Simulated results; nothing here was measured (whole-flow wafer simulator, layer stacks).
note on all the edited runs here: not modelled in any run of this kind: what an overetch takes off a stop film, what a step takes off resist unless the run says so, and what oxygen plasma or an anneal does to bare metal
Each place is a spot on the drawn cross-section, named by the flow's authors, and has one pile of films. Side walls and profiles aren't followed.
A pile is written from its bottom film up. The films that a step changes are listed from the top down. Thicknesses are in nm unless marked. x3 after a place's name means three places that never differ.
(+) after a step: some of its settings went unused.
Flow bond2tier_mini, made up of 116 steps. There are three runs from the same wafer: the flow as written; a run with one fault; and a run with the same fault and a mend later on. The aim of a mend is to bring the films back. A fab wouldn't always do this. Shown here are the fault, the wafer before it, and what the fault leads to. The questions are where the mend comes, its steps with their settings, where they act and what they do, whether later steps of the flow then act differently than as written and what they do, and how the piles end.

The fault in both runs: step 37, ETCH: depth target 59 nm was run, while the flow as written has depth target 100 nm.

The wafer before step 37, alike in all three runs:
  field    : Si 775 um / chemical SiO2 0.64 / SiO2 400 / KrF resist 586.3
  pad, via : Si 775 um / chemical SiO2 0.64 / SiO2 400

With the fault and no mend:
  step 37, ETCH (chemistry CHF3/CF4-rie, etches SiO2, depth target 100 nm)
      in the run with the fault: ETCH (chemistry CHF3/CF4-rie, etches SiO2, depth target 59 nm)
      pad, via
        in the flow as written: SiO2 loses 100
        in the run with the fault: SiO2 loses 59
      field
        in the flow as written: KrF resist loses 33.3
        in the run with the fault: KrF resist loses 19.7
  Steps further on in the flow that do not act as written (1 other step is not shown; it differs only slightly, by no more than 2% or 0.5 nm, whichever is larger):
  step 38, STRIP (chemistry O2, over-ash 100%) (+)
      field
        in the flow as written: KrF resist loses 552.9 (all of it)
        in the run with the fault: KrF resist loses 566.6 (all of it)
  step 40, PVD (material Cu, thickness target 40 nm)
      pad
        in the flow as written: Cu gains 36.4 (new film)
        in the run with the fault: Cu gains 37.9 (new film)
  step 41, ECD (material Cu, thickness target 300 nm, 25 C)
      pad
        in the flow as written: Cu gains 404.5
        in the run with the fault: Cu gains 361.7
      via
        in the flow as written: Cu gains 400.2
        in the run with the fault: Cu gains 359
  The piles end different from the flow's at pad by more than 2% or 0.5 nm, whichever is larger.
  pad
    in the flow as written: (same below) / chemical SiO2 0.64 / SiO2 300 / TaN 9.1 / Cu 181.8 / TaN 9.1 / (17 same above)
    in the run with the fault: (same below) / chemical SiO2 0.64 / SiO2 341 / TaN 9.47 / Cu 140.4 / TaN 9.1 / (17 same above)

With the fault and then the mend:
  The mend follows step 37.
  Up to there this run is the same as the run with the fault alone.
  step 37a, ETCH (chemistry CHF3/CF4-rie, etches SiO2, depth target 41 nm) (the flow's step 37 again, with other settings)
      pad, via
        SiO2 loses 41
      field
        KrF resist loses 13.7
  Every later step of the flow that is run acts as written at every place that is followed.
  At every place that both follow, the piles at the end match the flow's.
